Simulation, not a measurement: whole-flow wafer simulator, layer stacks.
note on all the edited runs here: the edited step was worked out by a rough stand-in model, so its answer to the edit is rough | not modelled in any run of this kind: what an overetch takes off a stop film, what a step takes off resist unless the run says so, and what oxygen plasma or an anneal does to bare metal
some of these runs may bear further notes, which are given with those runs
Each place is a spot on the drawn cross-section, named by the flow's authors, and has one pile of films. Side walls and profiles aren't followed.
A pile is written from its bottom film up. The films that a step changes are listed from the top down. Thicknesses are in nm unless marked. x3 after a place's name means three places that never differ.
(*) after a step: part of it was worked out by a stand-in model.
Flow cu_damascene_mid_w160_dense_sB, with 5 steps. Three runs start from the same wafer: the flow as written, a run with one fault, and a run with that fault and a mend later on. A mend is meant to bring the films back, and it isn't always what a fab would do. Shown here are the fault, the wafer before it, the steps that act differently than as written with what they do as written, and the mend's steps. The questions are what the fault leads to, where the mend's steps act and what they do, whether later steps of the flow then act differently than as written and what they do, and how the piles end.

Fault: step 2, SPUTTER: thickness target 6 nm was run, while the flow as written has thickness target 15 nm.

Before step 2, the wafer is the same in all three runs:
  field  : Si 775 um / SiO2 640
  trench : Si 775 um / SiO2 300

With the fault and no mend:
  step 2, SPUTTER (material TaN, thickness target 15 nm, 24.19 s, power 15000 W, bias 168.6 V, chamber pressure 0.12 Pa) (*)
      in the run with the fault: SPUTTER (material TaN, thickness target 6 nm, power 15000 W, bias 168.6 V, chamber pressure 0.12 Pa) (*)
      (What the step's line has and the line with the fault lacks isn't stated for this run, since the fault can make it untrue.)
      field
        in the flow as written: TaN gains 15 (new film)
        in the run with the fault: TaN gains 6 (new film)
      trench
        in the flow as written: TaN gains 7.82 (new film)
        in the run with the fault: TaN gains 3.13 (new film)
  Steps further on in the flow that do not act as written (not shown: 2 more steps that differ only slightly, by at most 2% or 0.5 nm, whichever is larger):
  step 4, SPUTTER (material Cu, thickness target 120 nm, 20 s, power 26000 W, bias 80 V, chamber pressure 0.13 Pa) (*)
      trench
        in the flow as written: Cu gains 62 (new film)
        in the run with the fault: Cu gains 63.3 (new film)
  At field, trench, the piles at the end differ from the flow's by more than 2% or 0.5 nm, whichever is larger.
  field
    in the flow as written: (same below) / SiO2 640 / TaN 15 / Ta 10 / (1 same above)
    in the run with the fault: (same below) / SiO2 640 / TaN 6 / Ta 10 / (1 same above)
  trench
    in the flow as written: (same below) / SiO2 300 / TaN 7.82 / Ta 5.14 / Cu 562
    in the run with the fault: (same below) / SiO2 300 / TaN 3.13 / Ta 5.25 / Cu 557.6

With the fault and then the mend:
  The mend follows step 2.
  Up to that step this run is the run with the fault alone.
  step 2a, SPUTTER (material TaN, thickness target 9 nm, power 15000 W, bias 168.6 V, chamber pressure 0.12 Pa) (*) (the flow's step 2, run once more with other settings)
      field
        TaN gains 9
      trench
        TaN gains 4.62
  Later steps of the flow that are run all act as written at every place that is followed, up to a difference of at most 2% or 0.5 nm, whichever is larger.
  When the end is reached, the piles differ only a little from the flow's at the places that both follow, at most by 2% or 0.5 nm, whichever is larger.
